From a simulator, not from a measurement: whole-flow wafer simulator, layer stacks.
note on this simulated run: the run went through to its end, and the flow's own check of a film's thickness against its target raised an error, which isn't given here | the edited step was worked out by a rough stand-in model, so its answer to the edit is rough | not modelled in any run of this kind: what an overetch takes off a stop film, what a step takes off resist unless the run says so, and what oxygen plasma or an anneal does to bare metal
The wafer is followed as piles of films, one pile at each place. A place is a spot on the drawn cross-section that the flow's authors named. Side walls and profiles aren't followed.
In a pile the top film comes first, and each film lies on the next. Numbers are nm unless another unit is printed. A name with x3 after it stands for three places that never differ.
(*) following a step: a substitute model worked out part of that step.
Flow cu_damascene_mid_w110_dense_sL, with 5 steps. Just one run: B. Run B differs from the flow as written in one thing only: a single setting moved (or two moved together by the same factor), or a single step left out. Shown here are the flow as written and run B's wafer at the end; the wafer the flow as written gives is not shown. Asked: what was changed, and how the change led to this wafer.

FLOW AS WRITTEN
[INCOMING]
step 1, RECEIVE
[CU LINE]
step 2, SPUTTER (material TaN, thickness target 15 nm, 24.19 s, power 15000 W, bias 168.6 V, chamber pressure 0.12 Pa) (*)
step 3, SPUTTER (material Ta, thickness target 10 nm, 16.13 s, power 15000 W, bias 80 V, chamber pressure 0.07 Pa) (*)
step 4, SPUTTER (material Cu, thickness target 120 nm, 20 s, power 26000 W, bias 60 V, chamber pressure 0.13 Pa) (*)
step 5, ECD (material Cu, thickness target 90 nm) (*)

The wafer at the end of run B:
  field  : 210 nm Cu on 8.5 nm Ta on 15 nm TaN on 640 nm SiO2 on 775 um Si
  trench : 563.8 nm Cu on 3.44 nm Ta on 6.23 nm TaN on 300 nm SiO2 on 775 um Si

What caused this: step 3, SPUTTER: thickness target 8.5 nm was run, though the flow has thickness target 10 nm; step 3, SPUTTER: 13.71 s was run, where the flow has 16.13 s.
The wafer itself shows it: field has Ta 8.5, and step 3 as written asks for 10 nm.

Step by step, how the change led to this:
  step 3, SPUTTER (material Ta, thickness target 10 nm, 16.13 s, power 15000 W, bias 80 V, chamber pressure 0.07 Pa) (*)
      field: Ta gains 8.5 (new film) (it would be, as written: Ta gains 10 (new film))
      trench: Ta gains 3.44 (new film) (it would be, as written: Ta gains 4.05 (new film))
